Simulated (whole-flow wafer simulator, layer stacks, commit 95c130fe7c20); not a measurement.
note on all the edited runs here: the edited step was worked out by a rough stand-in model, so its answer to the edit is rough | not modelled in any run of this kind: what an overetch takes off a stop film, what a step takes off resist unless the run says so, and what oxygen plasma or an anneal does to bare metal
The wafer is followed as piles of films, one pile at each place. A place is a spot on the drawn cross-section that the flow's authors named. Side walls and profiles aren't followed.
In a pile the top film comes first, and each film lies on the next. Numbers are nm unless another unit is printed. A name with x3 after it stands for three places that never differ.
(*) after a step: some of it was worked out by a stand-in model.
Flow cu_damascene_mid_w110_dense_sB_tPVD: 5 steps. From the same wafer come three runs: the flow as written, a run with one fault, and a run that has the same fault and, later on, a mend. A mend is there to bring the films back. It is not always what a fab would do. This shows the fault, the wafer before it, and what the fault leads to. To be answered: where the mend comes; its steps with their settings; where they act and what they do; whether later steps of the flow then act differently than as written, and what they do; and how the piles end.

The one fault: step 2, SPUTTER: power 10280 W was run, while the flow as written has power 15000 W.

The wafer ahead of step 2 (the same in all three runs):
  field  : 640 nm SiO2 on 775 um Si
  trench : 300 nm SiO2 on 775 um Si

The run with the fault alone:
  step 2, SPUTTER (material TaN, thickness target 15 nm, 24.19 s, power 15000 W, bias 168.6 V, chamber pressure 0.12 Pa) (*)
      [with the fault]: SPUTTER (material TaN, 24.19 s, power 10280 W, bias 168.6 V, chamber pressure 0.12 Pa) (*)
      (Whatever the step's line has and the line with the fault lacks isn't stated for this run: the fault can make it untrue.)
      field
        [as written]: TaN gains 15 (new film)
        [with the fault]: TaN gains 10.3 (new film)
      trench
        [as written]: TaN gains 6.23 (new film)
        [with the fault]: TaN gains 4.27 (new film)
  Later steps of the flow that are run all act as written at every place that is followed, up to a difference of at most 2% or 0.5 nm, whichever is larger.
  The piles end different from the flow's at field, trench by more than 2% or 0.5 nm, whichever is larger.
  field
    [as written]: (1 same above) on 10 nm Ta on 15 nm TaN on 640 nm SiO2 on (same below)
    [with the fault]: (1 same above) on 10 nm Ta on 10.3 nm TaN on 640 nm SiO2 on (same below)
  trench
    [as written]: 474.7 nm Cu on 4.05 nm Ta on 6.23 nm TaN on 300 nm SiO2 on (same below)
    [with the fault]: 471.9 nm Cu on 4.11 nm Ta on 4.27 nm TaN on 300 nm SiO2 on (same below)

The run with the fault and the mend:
  The mend stands after step 2.
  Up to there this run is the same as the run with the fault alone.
  step 2a, SPUTTER (material TaN, thickness target 4.7 nm, 7.616 s, power 15000 W, bias 168.6 V, chamber pressure 0.12 Pa) (*) (the flow's step 2, run once more with other settings)
      field
        TaN gains 4.7
      trench
        TaN gains 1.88
  Later steps of the flow that are run all act as written at every place that is followed, up to a difference of at most 2% or 0.5 nm, whichever is larger.
  When the end is reached, the piles differ only a little from the flow's at the places that both follow, at most by 2% or 0.5 nm, whichever is larger.
